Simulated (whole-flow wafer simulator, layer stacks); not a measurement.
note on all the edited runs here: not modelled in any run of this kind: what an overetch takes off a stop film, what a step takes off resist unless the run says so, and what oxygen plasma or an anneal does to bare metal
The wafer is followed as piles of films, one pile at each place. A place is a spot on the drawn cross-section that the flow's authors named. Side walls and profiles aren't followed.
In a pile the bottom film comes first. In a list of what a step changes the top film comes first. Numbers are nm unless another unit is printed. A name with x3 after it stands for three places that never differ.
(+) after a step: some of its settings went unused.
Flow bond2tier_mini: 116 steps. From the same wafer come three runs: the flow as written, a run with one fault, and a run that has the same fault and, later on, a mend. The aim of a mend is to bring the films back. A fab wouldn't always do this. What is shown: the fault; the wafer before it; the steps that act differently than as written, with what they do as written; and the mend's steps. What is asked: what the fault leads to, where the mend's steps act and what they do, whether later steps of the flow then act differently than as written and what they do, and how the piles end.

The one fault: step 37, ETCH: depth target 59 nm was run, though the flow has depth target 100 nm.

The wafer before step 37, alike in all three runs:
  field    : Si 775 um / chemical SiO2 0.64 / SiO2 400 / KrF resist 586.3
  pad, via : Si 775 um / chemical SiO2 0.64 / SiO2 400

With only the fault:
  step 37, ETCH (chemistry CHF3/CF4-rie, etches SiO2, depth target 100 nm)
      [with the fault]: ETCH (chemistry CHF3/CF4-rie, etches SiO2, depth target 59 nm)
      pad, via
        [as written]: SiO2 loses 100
        [with the fault]: SiO2 loses 59
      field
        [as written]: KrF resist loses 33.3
        [with the fault]: KrF resist loses 19.7
  Later steps of the flow acting differently than as written (not shown: 1 more step that differs only slightly, by at most 2% or 0.5 nm, whichever is larger):
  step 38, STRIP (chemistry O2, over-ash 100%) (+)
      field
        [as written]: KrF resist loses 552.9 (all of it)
        [with the fault]: KrF resist loses 566.6 (all of it)
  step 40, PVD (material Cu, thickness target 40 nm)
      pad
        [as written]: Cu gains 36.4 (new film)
        [with the fault]: Cu gains 37.9 (new film)
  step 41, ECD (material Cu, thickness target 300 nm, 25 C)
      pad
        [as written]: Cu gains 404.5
        [with the fault]: Cu gains 361.7
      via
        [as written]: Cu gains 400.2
        [with the fault]: Cu gains 359
  By the end, the piles at pad depart from the flow's by more than 2% or 0.5 nm, whichever is larger.
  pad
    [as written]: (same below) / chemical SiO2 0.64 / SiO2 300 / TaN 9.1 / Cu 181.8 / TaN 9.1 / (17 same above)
    [with the fault]: (same below) / chemical SiO2 0.64 / SiO2 341 / TaN 9.47 / Cu 140.4 / TaN 9.1 / (17 same above)

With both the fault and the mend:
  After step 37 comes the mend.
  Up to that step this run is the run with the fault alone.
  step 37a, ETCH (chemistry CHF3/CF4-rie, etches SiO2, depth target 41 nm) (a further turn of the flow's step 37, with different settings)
      pad, via
        SiO2 loses 41
      field
        KrF resist loses 13.7
  None of the later steps of the flow acts differently than as written at any place that is followed.
  The piles end the same as the flow's at every place that both follow.
